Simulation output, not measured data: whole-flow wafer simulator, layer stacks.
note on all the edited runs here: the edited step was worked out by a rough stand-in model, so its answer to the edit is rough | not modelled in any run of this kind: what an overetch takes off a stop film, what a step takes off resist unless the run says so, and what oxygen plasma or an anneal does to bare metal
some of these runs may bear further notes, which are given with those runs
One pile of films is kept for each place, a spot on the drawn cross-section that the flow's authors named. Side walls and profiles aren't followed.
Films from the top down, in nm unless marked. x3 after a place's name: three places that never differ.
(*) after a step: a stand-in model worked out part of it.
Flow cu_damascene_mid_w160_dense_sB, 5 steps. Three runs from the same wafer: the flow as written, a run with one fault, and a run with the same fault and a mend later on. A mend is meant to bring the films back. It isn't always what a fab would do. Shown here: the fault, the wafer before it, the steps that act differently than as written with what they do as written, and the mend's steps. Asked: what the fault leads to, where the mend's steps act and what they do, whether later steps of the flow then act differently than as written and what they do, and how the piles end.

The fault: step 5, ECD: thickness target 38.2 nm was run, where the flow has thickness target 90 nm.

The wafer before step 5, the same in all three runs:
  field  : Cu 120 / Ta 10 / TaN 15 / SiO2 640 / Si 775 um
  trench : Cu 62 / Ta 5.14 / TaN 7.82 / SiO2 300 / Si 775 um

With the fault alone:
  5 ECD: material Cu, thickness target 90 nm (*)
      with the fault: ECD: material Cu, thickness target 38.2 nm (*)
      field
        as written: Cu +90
        with the fault: Cu +38.2
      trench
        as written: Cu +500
        with the fault: Cu +38.2
  No later step of the flow acts differently than as written at any place that is followed.
  At the end the piles differ from the flow's by more than 2% or 0.5 nm, whichever is larger, at field, trench.
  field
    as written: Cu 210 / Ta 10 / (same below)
    with the fault: Cu 158.2 / Ta 10 / (same below)
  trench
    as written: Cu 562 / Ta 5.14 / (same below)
    with the fault: Cu 100.2 / Ta 5.14 / (same below)

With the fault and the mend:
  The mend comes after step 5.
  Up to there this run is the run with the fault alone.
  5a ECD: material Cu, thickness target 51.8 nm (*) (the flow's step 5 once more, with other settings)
      field
        Cu +51.8
      trench
        Cu +461.8
  No later step of the flow acts differently than as written at any place that is followed.
  At the end the piles are the same as the flow's at every place that both follow.
